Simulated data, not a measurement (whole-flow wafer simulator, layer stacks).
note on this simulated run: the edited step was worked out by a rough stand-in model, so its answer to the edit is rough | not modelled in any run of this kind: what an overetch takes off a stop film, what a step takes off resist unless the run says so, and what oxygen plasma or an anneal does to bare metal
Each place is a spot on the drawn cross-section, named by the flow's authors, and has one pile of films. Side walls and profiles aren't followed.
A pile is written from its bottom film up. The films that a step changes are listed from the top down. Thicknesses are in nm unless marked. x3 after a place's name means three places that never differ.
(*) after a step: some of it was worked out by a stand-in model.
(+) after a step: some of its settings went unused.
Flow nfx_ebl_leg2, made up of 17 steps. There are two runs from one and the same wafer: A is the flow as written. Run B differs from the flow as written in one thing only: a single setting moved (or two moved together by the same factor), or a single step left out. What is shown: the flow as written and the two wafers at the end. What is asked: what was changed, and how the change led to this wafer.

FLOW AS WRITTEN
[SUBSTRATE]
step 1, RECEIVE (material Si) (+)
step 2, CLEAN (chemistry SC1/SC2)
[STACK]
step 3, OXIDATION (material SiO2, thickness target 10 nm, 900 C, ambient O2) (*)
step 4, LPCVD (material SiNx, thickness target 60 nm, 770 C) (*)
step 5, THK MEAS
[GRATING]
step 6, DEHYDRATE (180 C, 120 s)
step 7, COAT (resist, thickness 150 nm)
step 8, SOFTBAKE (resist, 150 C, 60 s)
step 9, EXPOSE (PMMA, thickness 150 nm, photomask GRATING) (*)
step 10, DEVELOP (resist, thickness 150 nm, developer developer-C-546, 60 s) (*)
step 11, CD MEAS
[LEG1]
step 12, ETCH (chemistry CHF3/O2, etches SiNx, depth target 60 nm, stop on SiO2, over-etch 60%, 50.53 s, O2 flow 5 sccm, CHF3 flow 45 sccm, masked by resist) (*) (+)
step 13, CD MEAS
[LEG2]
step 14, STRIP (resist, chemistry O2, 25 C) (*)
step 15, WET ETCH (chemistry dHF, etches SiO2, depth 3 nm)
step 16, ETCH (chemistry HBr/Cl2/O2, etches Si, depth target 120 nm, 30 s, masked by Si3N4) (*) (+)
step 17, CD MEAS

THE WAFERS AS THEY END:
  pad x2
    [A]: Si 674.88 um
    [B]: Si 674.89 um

The reason: step 16, ETCH: depth target 108 nm was run, though the flow has depth target 120 nm.

Step by step, how the change led to this:
  step 16, ETCH (chemistry HBr/Cl2/O2, etches Si, depth target 120 nm, 30 s, masked by Si3N4) (*) (+)
      pad x2: A -120 Si | B -108 Si
